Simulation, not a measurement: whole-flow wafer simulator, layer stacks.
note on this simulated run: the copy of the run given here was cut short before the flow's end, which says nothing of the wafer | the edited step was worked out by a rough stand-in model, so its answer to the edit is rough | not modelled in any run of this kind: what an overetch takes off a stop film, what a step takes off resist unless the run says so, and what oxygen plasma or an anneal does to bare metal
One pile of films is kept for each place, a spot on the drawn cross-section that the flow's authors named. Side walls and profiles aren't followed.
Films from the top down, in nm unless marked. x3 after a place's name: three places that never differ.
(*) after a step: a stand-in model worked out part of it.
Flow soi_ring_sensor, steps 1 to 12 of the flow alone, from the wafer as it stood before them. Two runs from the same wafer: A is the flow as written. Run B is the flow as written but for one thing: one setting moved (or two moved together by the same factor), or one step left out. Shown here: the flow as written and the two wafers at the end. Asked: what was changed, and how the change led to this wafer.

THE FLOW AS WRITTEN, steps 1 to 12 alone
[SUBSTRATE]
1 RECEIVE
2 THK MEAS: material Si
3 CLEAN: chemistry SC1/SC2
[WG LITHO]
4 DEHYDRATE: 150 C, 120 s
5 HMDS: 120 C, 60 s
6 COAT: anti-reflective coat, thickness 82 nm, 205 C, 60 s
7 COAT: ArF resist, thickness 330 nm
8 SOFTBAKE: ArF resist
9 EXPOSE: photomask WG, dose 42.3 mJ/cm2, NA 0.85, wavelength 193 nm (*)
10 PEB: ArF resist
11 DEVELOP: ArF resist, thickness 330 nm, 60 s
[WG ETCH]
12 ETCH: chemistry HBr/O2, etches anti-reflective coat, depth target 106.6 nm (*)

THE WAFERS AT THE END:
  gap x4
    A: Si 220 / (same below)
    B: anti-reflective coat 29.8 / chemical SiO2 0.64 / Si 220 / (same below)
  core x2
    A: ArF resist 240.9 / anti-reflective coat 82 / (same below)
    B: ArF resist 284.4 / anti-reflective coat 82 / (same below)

The cause: step 12, ETCH: depth target 52.2 nm was run, where the flow has depth target 106.6 nm.

How the change led to this, step by step:
  12 ETCH: chemistry HBr/O2, etches anti-reflective coat, depth target 106.6 nm (*)
      gap x4: A anti-reflective coat -82 (all of it), chemical SiO2 -0.64 (all of it) | B anti-reflective coat -52.2
      core x2: A ArF resist -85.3 | B ArF resist -41.8
